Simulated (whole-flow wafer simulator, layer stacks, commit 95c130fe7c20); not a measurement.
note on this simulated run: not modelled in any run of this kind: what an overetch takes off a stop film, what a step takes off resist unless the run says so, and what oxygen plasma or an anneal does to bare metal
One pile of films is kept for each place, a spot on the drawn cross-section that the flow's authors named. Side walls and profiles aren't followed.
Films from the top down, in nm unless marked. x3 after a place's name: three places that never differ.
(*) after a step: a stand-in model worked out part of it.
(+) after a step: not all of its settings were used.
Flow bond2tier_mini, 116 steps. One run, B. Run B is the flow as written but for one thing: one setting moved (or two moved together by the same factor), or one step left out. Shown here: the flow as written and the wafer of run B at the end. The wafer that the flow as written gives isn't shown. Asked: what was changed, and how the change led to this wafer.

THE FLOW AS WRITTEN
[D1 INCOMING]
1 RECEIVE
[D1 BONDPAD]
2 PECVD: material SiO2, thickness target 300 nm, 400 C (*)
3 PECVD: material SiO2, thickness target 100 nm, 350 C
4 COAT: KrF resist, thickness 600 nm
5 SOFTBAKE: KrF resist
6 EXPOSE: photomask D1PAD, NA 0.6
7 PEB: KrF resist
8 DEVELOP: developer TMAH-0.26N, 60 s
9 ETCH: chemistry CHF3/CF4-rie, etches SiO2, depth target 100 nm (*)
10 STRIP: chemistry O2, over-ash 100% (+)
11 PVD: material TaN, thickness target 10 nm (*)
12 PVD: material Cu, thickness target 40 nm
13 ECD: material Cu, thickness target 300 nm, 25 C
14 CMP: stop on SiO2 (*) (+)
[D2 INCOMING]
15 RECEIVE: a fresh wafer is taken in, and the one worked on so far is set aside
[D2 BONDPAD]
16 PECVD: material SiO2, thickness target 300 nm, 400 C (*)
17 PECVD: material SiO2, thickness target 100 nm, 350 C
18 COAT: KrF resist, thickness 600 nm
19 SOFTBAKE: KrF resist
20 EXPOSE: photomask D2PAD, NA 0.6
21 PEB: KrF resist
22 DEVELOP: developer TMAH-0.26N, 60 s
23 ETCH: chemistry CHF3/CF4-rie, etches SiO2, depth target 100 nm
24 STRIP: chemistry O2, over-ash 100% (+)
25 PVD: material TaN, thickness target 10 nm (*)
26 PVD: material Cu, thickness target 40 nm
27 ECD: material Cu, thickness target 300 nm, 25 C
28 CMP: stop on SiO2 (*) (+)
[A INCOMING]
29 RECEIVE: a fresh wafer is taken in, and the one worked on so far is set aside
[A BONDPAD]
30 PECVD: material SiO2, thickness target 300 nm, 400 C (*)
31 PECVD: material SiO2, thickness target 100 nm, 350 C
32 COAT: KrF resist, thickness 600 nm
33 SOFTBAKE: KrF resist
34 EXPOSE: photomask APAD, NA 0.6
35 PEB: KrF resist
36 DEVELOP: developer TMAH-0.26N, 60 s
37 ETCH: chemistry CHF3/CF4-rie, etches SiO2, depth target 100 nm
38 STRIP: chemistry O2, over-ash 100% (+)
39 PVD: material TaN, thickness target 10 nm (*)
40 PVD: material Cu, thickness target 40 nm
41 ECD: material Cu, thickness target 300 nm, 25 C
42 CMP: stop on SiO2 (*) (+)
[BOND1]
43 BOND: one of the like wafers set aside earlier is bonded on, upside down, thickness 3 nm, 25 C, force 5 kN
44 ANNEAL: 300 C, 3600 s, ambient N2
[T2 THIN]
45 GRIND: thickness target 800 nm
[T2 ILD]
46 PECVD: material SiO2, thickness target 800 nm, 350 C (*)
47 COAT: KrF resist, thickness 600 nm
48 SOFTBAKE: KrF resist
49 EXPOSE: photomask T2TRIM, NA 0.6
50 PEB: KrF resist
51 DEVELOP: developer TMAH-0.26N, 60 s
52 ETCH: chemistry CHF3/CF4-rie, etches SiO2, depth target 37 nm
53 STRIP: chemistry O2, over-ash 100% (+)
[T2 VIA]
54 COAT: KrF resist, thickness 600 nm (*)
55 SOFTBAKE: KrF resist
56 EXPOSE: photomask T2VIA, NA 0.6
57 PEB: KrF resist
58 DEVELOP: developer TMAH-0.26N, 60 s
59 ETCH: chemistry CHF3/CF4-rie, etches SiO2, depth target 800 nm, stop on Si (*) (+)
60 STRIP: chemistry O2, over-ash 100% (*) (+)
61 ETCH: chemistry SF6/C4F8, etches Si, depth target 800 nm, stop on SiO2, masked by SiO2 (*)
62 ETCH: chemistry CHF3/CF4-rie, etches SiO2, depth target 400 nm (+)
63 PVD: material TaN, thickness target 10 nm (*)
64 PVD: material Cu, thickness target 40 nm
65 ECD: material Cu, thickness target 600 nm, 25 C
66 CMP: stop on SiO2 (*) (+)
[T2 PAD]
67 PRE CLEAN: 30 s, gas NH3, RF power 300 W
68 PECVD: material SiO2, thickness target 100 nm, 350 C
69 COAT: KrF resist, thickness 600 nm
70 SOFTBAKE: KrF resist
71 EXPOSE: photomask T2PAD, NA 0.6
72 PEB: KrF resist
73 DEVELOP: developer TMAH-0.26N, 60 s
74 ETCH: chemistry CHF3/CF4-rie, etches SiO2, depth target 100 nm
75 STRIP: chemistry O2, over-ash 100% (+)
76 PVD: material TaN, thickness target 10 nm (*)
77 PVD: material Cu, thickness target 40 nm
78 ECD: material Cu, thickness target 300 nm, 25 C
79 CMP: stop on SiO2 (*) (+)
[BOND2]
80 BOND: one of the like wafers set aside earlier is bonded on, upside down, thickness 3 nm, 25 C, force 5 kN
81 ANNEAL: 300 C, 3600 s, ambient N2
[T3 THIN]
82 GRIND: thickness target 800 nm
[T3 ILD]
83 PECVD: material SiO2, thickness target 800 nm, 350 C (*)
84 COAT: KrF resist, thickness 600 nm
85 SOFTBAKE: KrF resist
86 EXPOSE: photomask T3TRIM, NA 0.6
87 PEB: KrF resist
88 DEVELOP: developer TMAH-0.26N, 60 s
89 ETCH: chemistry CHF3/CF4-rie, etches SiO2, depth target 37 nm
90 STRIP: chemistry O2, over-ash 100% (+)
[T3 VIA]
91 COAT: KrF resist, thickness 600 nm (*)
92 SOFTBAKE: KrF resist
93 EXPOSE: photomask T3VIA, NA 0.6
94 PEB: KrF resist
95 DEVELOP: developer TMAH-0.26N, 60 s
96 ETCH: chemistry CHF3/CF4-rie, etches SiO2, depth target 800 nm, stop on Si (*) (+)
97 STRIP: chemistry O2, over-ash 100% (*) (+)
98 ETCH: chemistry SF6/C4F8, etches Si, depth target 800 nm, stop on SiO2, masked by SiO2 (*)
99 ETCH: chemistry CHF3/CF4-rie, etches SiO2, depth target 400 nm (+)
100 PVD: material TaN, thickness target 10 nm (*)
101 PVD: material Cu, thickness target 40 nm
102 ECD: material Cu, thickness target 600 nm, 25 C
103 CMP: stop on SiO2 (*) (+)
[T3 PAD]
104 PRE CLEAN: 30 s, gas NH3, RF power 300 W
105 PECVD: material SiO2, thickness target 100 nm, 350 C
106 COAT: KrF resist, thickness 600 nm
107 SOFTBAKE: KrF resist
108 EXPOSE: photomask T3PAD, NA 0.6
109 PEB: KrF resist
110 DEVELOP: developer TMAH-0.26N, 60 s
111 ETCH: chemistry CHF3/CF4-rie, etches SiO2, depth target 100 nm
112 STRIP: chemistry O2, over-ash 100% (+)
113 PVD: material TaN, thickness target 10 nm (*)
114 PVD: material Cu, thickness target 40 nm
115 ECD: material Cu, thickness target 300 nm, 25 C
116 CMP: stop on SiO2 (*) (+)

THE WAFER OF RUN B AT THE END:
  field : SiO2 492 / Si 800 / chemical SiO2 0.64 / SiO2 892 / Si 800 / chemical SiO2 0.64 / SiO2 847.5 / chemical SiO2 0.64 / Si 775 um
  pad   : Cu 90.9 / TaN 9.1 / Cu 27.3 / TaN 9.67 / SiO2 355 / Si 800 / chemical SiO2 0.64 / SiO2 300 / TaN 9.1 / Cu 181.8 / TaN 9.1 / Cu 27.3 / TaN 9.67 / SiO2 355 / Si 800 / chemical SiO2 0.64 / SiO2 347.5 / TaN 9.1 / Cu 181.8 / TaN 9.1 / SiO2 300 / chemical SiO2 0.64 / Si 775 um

The cause: step 3, PECVD: thickness target 147.5 nm was run, where the flow has thickness target 100 nm.

How the change led to this, step by step:
  3 PECVD: material SiO2, thickness target 100 nm, 350 C
      field, pad, via: SiO2 +147.5 (as written it would be: SiO2 +100)
  43 BOND: one of the like wafers set aside earlier is bonded on, upside down, thickness 3 nm, 25 C, force 5 kN
      field: Si +775 um (new film), chemical SiO2 +0.64 (new film), SiO2 +447.5 (as written it would be: Si +775 um (new film), chemical SiO2 +0.64 (new film), SiO2 +400)
      pad: Si +775 um (new film), chemical SiO2 +0.64 (new film), SiO2 +347.5 (new film), TaN +9.1 (new film), Cu +90.9 (as written it would be: Si +775 um (new film), chemical SiO2 +0.64 (new film), SiO2 +300 (new film), TaN +9.1 (new film), Cu +90.9)
      (and at 1 more place)
